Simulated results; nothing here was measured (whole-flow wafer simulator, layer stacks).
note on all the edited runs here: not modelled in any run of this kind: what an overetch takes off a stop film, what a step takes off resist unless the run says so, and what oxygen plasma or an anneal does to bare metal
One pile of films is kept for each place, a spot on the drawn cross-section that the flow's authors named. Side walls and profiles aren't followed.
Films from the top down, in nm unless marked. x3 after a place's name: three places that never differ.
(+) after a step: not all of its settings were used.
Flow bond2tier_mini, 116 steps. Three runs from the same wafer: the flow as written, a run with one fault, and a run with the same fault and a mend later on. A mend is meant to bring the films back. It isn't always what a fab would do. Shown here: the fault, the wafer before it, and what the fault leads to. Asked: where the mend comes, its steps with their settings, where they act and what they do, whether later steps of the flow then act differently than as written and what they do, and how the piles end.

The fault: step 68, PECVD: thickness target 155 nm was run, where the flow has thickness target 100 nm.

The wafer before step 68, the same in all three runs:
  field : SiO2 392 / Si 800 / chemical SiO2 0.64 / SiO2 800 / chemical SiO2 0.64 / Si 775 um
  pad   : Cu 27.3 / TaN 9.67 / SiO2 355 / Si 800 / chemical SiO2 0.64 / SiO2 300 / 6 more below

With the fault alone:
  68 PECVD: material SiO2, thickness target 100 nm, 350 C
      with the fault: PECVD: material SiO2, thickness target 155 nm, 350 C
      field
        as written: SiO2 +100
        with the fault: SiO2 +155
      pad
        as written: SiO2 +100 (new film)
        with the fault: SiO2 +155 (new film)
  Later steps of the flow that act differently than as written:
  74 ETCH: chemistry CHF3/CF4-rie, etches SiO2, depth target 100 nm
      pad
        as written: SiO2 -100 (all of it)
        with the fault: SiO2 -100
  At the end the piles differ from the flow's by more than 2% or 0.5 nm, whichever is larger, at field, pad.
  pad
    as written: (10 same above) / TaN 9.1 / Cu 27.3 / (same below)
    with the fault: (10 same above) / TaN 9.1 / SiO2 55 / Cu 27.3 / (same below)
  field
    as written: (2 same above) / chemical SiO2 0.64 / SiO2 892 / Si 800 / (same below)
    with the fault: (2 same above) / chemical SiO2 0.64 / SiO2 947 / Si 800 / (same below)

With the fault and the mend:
  The mend comes after step 73.
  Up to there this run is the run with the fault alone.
  73a STRIP: chemistry O2, over-ash 100% (+)
      field
        KrF resist -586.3 (all of it)
  73b ETCH: chemistry CHF3/CF4-rie, etches SiO2, depth target 55 nm (the flow's step 62 once more, with other settings)
      field, pad
        SiO2 -55
  73c COAT: KrF resist, thickness 600 nm (the flow's step 69 once more)
      field, pad
        KrF resist +600 (new film)
  73d SOFTBAKE: KrF resist (the flow's step 70 once more)
      changes no film at any place that is followed
  73e EXPOSE: photomask T2PAD, NA 0.6 (the flow's step 71 once more)
      changes no film at any place that is followed
  73f PEB: KrF resist (the flow's step 72 once more)
      changes no film at any place that is followed
  73g DEVELOP: developer TMAH-0.26N, 60 s (the flow's step 73 once more)
      field
        KrF resist -13.7
      pad
        KrF resist -600 (all of it)
  No later step of the flow acts differently than as written at any place that is followed.
  At the end the piles are the same as the flow's at every place that both follow.
